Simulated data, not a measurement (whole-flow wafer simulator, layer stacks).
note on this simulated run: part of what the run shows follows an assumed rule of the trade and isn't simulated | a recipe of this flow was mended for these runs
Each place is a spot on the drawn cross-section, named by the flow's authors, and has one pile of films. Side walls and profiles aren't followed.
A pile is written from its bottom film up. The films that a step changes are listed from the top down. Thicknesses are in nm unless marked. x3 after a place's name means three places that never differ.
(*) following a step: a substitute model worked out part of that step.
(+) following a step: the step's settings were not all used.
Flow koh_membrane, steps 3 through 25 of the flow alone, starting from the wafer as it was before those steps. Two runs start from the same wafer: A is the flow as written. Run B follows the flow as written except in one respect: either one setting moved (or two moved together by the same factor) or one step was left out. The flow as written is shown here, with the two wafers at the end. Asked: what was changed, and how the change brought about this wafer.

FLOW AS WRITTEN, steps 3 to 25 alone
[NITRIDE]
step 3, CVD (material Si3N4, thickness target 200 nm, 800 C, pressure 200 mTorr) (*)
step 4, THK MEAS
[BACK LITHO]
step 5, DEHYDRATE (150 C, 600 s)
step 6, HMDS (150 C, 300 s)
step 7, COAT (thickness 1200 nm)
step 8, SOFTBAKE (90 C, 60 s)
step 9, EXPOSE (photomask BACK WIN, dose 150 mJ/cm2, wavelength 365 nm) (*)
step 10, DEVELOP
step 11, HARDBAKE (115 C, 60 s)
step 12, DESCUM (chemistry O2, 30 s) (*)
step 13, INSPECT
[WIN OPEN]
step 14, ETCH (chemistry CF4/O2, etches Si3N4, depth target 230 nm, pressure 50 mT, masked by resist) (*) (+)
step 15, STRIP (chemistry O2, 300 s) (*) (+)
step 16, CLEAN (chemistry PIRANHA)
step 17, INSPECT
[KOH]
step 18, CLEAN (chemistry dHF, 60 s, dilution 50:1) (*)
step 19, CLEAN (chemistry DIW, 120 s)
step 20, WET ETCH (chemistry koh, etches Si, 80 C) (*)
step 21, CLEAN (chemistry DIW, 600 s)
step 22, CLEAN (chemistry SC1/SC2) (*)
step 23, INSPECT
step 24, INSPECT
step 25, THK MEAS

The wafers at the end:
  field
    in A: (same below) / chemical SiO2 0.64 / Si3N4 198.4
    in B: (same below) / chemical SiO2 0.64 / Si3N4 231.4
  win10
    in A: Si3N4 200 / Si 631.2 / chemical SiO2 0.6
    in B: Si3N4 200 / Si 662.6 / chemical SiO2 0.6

The reason: step 3, CVD: thickness target 233 nm was run, though the flow has thickness target 200 nm.

Step by step, how the change led to this:
  step 3, CVD (material Si3N4, thickness target 200 nm, 800 C, pressure 200 mTorr) (*)
      field, win20 x4, win10: A +200 Si3N4 (new film) | B +233 Si3N4 (new film)
  step 14, ETCH (chemistry CF4/O2, etches Si3N4, depth target 230 nm, pressure 50 mT, masked by resist) (*) (+)
      win20 x4, win10: A -200 Si3N4 (all of it), -0.64 chemical SiO2 (all of it), -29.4 Si | B -230 Si3N4
  step 15, STRIP (chemistry O2, 300 s) (*) (+)
      win20 x4, win10: A +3 chemical SiO2 (new film), -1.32 Si | B nothing
  step 18, CLEAN (chemistry dHF, 60 s, dilution 50:1) (*)
      win20 x4, win10: A -3 chemical SiO2 (all of it) | B -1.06 Si3N4
  step 20, WET ETCH (chemistry koh, etches Si, 80 C) (*)
      win20 x4: A -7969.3 Si (all of it) | B -1.94 Si3N4 (all of it), -0.64 chemical SiO2 (all of it), -8000 Si (all of it)
      win10: A -7337.9 Si | B -1.94 Si3N4 (all of it), -0.64 chemical SiO2 (all of it), -7337.2 Si
